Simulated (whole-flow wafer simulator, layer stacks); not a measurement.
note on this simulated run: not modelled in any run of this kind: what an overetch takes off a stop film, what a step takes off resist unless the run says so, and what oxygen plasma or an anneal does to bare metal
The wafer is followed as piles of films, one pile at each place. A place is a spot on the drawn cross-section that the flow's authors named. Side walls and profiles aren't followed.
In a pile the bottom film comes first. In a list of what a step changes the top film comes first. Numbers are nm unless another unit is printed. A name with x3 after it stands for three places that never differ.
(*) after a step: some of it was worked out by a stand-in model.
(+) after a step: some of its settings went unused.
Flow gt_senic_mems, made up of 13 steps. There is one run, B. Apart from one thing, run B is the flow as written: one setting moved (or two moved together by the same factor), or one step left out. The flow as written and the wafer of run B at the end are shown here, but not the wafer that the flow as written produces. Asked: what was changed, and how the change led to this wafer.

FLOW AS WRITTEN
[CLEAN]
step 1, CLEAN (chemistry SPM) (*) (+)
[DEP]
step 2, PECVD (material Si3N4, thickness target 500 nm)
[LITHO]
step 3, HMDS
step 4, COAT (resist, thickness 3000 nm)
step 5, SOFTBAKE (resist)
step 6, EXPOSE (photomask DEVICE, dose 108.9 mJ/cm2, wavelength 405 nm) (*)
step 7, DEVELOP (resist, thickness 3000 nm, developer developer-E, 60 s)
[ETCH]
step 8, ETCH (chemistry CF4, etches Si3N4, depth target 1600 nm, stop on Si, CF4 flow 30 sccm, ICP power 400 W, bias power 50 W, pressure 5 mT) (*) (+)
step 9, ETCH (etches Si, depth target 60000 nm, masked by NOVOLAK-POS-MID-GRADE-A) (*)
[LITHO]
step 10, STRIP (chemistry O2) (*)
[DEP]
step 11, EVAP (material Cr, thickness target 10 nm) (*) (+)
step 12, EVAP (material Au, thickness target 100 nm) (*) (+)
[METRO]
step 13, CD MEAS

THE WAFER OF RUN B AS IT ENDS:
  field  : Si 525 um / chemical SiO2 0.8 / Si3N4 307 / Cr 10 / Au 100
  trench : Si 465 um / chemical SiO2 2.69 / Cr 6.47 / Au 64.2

Cause: step 2, PECVD: thickness target 307 nm was run, though the flow has thickness target 500 nm.
The wafer lets one read it off: field has Si3N4 307, and step 2 as written asks for 500 nm.

Step by step, how the change led to this:
  step 2, PECVD (material Si3N4, thickness target 500 nm)
      field, trench: +307 Si3N4 (new film) (it would be, as written: +500 Si3N4 (new film))
  step 8, ETCH (chemistry CF4, etches Si3N4, depth target 1600 nm, stop on Si, CF4 flow 30 sccm, ICP power 400 W, bias power 50 W, pressure 5 mT) (*) (+)
      field: -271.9 resist (it would be, as written: -400.5 resist)
      trench: -307 Si3N4 (all of it), -0.8 chemical SiO2 (all of it) (it would be, as written: -500 Si3N4 (all of it), -0.8 chemical SiO2 (all of it))
  step 10, STRIP (chemistry O2) (*)
      field: -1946 resist (all of it) (it would be, as written: -1817.3 resist (all of it))
